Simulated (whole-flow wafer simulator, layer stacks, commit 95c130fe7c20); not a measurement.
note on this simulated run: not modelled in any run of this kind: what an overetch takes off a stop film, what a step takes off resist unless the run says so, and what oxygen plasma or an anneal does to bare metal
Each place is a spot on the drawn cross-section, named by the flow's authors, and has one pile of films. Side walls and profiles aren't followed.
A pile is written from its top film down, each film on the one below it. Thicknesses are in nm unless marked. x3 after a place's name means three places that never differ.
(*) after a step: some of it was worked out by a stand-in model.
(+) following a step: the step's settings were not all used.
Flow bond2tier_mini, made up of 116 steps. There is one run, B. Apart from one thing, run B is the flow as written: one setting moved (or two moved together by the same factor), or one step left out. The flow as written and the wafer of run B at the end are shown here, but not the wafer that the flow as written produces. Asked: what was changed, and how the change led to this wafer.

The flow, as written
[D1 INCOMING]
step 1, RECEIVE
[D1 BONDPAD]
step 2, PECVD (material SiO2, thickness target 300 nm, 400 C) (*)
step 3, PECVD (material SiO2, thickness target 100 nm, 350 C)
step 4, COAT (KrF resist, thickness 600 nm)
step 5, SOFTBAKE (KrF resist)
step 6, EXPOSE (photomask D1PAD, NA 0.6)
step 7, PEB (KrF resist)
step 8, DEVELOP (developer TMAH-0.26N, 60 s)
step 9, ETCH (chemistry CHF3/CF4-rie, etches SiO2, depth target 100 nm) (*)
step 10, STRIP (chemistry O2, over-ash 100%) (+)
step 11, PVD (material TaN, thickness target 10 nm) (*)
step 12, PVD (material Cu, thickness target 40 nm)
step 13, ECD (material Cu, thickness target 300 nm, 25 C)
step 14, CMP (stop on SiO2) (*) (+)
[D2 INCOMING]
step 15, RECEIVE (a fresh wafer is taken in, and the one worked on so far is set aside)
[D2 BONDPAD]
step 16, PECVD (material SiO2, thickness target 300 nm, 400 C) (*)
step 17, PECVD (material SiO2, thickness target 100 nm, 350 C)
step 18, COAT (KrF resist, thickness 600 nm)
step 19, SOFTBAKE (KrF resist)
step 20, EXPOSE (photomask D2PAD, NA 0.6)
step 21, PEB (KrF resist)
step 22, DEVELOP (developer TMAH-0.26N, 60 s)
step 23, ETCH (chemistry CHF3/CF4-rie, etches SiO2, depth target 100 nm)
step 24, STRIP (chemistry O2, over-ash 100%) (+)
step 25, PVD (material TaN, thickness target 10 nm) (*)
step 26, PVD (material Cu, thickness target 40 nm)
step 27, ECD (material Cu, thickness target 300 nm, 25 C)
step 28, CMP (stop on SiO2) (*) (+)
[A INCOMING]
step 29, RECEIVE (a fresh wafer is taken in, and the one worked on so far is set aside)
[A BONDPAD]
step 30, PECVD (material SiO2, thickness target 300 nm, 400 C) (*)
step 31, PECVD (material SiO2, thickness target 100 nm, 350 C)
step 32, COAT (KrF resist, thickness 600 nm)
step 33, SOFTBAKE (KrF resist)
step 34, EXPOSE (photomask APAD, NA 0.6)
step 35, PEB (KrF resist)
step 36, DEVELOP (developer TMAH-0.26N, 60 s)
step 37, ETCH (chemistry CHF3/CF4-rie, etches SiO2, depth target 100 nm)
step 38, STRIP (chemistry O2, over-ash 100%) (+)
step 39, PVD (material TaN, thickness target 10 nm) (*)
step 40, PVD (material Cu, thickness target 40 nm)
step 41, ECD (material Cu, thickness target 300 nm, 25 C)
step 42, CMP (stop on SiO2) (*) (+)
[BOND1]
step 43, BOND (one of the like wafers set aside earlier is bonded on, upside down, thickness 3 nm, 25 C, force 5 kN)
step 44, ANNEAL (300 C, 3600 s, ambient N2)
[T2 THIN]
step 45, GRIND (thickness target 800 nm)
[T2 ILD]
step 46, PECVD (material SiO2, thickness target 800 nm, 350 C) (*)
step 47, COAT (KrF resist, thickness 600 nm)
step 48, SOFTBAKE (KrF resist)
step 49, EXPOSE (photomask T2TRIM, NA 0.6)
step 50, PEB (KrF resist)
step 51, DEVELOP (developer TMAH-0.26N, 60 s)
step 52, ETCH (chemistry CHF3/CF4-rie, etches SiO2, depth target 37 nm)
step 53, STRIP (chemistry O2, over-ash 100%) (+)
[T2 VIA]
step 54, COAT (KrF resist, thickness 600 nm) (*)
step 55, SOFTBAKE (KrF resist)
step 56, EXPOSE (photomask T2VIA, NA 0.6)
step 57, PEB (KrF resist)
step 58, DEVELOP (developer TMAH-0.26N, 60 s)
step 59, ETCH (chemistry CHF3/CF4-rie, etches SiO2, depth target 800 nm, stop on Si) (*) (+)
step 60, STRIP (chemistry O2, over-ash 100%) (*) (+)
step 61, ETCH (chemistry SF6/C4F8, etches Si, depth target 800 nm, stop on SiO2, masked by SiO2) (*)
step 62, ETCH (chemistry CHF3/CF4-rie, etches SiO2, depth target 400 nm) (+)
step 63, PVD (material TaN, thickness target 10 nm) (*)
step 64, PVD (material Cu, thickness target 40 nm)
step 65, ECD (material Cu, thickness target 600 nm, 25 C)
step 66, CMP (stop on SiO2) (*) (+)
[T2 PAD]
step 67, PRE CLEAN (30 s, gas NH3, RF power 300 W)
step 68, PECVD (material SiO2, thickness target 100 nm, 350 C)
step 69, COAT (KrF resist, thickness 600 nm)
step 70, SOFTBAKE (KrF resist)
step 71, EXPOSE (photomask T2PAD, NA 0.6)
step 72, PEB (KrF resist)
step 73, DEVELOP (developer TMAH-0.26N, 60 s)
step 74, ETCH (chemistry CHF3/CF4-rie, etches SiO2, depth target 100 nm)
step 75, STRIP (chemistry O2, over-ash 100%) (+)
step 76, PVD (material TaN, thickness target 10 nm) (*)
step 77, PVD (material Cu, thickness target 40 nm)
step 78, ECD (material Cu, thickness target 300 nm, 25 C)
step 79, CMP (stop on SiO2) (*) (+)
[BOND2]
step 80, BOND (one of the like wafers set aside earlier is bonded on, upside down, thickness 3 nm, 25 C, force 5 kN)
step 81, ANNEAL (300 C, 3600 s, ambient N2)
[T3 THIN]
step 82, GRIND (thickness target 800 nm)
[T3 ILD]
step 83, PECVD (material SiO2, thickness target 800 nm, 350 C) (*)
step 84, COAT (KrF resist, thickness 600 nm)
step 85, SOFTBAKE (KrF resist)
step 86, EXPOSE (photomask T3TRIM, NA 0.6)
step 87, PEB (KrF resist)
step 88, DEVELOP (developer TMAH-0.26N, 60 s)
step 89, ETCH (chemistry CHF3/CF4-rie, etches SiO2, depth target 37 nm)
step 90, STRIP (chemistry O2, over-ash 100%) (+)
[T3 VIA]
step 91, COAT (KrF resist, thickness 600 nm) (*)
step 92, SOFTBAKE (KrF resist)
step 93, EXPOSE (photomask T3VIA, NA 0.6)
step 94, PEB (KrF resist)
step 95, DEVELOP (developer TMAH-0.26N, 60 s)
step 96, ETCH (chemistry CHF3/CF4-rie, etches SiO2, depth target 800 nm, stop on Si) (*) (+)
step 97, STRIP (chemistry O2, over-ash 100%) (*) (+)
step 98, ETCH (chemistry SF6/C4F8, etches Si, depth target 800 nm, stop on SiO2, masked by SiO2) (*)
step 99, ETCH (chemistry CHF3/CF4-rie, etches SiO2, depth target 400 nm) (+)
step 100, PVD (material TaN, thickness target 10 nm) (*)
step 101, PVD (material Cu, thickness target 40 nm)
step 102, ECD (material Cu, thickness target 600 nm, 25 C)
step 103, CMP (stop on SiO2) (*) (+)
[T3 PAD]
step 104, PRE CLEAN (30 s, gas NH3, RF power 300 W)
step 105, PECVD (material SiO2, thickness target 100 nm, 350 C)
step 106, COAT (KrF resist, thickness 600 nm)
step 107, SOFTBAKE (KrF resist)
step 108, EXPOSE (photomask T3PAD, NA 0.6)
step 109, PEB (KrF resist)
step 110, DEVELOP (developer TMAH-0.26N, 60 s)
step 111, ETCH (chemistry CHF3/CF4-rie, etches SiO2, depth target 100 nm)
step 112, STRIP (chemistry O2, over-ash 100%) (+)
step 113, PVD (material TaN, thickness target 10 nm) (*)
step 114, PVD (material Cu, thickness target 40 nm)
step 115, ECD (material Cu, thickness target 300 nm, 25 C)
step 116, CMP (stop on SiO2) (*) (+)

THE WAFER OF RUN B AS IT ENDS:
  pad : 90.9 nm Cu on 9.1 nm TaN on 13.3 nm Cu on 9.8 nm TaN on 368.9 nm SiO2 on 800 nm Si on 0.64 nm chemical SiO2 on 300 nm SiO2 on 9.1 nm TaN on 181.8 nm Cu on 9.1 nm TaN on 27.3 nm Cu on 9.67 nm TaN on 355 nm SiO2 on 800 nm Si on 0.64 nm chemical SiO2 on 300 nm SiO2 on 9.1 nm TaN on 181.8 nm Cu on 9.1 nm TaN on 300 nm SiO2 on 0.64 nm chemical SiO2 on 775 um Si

The reason: step 89, ETCH: depth target 23.1 nm was run, though the flow has depth target 37 nm.

The path from the change to this, step by step:
  step 89, ETCH (chemistry CHF3/CF4-rie, etches SiO2, depth target 37 nm)
      field: -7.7 KrF resist (in the flow as written it would be: -12.3 KrF resist)
      pad: -23.1 SiO2 (in the flow as written it would be: -37 SiO2)
  step 102, ECD (material Cu, thickness target 600 nm, 25 C)
      pad: +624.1 Cu (in the flow as written it would be: +638.7 Cu)
